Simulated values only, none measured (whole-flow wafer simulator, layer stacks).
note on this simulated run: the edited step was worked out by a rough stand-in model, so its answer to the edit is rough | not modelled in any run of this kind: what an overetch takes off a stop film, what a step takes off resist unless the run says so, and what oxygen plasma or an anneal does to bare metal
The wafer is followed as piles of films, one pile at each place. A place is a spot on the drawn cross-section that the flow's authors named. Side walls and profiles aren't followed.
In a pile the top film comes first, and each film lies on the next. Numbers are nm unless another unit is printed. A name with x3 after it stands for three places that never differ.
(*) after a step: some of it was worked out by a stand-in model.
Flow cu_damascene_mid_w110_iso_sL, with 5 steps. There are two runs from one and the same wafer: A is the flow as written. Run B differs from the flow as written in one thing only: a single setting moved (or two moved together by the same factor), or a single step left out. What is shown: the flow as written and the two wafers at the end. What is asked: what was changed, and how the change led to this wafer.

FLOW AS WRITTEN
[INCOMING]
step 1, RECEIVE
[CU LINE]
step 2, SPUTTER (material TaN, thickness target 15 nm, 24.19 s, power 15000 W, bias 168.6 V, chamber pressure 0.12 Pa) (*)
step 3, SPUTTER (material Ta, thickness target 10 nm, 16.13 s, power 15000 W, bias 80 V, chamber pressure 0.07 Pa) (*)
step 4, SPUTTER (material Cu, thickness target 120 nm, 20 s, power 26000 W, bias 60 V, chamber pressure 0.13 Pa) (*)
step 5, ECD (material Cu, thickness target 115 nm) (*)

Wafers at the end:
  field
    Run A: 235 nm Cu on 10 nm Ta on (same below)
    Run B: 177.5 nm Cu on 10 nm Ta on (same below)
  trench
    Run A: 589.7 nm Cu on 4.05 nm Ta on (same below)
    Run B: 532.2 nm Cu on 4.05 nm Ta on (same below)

What caused this: step 5, ECD: thickness target 57.5 nm was run, while the flow as written has thickness target 115 nm.

The path from the change to this, step by step:
  step 5, ECD (material Cu, thickness target 115 nm) (*)
      field: A +115 Cu | B +57.5 Cu
      trench: A +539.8 Cu | B +482.3 Cu
